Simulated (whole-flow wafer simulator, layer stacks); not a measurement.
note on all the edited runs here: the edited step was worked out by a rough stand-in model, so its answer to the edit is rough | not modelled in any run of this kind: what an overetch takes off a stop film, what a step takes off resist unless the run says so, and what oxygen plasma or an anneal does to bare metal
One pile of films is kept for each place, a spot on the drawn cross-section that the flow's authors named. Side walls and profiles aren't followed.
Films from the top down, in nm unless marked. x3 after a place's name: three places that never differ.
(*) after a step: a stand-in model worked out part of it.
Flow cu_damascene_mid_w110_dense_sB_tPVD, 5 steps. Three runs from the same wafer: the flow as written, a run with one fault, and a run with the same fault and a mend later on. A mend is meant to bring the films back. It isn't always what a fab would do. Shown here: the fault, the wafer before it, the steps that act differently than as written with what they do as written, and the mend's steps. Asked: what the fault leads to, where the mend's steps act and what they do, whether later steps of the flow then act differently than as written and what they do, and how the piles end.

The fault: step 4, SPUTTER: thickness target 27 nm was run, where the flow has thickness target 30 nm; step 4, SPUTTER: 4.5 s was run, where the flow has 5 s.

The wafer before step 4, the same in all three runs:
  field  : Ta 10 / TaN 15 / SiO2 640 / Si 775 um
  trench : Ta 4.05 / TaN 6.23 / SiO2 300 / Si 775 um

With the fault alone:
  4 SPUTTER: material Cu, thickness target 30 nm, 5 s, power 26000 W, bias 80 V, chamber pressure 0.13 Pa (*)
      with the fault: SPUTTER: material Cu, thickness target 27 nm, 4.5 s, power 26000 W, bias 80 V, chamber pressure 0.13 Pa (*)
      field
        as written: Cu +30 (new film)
        with the fault: Cu +27 (new film)
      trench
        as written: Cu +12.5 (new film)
        with the fault: Cu +11.2 (new film)
  No later step of the flow acts differently than as written, at any place that is followed, by more than 2% or 0.5 nm, whichever is larger.
  At the end the piles differ from the flow's by more than 2% or 0.5 nm, whichever is larger, at field.
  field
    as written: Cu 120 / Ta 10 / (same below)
    with the fault: Cu 117 / Ta 10 / (same below)

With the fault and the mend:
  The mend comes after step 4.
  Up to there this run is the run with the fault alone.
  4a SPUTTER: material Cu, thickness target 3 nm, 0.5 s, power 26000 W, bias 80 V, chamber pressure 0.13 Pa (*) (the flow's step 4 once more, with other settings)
      field
        Cu +3
      trench
        Cu +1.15
  No later step of the flow acts differently than as written, at any place that is followed, by more than 2% or 0.5 nm, whichever is larger.
  At the end the piles are the same as the flow's at every place that both follow.
